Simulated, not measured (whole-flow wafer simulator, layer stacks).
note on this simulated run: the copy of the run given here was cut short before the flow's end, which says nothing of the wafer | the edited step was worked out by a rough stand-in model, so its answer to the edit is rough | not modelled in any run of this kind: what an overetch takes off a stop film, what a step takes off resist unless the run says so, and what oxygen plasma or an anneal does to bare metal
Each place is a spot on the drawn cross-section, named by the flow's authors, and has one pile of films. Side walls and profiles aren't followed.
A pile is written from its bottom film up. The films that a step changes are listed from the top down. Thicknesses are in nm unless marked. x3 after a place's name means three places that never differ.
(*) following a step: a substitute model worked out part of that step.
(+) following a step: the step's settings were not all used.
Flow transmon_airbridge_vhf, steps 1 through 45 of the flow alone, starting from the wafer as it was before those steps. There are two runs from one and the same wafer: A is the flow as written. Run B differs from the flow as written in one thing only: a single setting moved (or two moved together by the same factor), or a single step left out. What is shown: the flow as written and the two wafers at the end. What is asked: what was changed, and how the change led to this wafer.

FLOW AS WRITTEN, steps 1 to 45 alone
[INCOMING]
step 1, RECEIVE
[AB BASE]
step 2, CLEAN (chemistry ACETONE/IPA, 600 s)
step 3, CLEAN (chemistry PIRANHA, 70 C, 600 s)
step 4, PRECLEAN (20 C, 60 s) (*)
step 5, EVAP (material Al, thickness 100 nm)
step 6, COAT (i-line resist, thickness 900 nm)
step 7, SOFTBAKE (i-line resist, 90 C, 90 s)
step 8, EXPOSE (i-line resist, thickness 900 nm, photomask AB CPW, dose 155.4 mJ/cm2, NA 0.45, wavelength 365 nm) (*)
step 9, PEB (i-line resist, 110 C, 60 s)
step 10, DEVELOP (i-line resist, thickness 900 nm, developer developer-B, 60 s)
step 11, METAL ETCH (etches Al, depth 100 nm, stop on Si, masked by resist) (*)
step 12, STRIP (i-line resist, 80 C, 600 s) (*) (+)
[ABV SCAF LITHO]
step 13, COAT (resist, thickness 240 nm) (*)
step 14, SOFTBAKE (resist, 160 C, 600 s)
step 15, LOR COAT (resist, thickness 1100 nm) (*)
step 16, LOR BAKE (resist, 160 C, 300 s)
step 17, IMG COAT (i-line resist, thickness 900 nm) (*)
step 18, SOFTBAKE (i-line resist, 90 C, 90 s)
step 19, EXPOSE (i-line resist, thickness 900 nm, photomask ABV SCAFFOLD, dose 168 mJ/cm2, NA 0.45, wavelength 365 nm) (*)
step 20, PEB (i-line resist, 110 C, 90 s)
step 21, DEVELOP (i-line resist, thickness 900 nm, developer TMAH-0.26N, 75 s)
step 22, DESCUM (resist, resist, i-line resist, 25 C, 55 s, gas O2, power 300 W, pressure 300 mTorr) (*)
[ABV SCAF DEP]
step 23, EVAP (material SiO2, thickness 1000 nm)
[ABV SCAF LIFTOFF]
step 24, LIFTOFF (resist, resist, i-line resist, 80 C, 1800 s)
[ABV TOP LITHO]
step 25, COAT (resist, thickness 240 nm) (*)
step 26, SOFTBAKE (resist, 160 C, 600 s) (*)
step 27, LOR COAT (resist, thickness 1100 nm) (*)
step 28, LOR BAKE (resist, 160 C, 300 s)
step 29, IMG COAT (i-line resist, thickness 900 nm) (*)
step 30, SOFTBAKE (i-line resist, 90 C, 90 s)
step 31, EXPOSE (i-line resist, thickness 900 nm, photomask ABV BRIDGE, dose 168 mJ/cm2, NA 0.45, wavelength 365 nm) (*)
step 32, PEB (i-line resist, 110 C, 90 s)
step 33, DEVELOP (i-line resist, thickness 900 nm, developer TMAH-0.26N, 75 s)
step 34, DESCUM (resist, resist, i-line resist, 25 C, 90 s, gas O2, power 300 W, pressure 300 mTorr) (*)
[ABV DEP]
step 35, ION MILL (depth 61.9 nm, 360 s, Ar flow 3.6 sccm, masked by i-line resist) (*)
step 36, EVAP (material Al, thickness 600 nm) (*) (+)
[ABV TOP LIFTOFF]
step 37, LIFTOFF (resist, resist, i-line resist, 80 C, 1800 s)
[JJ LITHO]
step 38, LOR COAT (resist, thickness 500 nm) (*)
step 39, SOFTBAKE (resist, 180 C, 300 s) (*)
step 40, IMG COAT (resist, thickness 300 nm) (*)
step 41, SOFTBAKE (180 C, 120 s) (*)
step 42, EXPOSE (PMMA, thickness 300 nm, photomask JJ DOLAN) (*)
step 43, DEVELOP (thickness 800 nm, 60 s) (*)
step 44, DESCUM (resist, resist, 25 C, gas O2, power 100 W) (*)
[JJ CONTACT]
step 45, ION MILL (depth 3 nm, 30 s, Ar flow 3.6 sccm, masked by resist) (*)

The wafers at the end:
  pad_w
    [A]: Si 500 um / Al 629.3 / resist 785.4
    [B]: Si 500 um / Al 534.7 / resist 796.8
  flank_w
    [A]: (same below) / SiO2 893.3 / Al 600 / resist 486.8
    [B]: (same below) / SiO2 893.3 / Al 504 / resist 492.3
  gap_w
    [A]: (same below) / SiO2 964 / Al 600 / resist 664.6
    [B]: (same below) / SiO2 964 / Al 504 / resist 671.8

The reason: step 36, EVAP: thickness 504 nm was run, while the flow as written has thickness 600 nm.
The wafer lets one read it off: flank_w has Al 504, and step 36 as written asks for 600 nm.

The path from the change to this, step by step:
  step 36, EVAP (material Al, thickness 600 nm) (*) (+)
      field x3, jj_line, ground_far and 10 more: A +600 Al (new film) | B +504 Al (new film)
      pad_w, pad_e: A +591.2 Al | B +496.6 Al
  step 37, LIFTOFF (resist, resist, i-line resist, 80 C, 1800 s)
      field x3, jj_line, trace_open_s x2: A -600 Al (all of it), -600 i-line resist (all of it), -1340 resist (all of it) | B -504 Al (all of it), -600 i-line resist (all of it), -1340 resist (all of it)
      margin_s, margin_n: A -600 Al (all of it), -318.3 i-line resist (all of it), -992 resist (all of it) | B -504 Al (all of it), -318.3 i-line resist (all of it), -992 resist (all of it)
      (as well as at 1 more place)
  step 38, LOR COAT (resist, thickness 500 nm) (*)
      bridge_strip: A +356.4 resist (new film) | B +367.2 resist (new film)
  step 40, IMG COAT (resist, thickness 300 nm) (*)
      bridge_strip: A +197.1 resist | B +202.8 resist
